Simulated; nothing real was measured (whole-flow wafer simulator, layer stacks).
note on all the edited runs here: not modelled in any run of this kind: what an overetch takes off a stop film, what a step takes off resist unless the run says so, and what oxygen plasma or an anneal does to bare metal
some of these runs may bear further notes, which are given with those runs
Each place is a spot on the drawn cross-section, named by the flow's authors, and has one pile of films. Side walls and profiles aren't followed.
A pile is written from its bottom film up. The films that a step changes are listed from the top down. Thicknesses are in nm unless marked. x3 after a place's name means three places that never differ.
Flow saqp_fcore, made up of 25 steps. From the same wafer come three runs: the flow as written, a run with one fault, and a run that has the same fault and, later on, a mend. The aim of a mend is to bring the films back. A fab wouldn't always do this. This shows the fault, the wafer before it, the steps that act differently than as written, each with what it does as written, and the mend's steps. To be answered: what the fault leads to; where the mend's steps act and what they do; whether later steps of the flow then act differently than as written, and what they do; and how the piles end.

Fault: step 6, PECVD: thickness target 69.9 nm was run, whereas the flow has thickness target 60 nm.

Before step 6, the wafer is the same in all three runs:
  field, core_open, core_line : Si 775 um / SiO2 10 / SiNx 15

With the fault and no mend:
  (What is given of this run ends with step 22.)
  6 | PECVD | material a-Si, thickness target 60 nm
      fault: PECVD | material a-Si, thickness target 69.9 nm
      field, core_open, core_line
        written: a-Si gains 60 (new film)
        fault: a-Si gains 69.9 (new film)
  None of the later steps of the flow up to step 22 acts differently than as written at any place that is followed.
  The piles after step 22 differ from the flow's at field, core_open, core_line by more than 2% or 0.5 nm, whichever is larger.
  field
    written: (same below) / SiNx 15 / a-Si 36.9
    fault: (same below) / SiNx 15 / a-Si 46.8
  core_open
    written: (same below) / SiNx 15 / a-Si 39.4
    fault: (same below) / SiNx 15 / a-Si 49.3
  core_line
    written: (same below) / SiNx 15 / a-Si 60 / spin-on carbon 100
    fault: (same below) / SiNx 15 / a-Si 69.9 / spin-on carbon 100

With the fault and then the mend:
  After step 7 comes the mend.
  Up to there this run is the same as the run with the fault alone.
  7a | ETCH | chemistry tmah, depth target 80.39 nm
      field, core_open, core_line
        a-Si loses 69.9 (all of it)
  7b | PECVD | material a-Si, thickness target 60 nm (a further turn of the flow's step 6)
      field, core_open, core_line
        a-Si gains 60 (new film)
  None of the later steps of the flow acts differently than as written at any place that is followed.
  The piles end the same as the flow's at every place that both follow.
